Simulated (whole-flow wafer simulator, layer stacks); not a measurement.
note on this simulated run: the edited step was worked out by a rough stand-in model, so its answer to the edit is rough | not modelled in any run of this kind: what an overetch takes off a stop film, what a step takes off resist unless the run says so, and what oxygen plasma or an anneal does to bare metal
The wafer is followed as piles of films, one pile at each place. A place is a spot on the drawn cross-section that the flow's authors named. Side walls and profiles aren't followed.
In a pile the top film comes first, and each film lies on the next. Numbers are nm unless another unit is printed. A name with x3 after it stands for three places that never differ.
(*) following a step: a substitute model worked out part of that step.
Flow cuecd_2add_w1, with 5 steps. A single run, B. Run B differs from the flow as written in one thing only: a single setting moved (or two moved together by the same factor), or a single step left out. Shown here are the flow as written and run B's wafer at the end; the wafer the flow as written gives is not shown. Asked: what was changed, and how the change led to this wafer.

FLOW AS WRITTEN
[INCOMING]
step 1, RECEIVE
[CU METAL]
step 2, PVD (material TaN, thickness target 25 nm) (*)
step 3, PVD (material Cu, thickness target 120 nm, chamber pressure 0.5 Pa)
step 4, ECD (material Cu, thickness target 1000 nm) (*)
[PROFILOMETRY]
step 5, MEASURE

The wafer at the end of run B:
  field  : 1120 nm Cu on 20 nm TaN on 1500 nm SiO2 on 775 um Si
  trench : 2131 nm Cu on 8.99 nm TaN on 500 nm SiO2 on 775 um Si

What caused this: step 2, PVD: thickness target 20 nm was run, whereas the flow has thickness target 25 nm.
One can read it off the wafer: field has TaN 20, and step 2 as written asks for 25 nm.

Step by step, how the change led to this:
  step 2, PVD (material TaN, thickness target 25 nm) (*)
      field: +20 TaN (new film) (in the flow as written it would be: +25 TaN (new film))
      trench: +8.99 TaN (new film) (in the flow as written it would be: +11.2 TaN (new film))
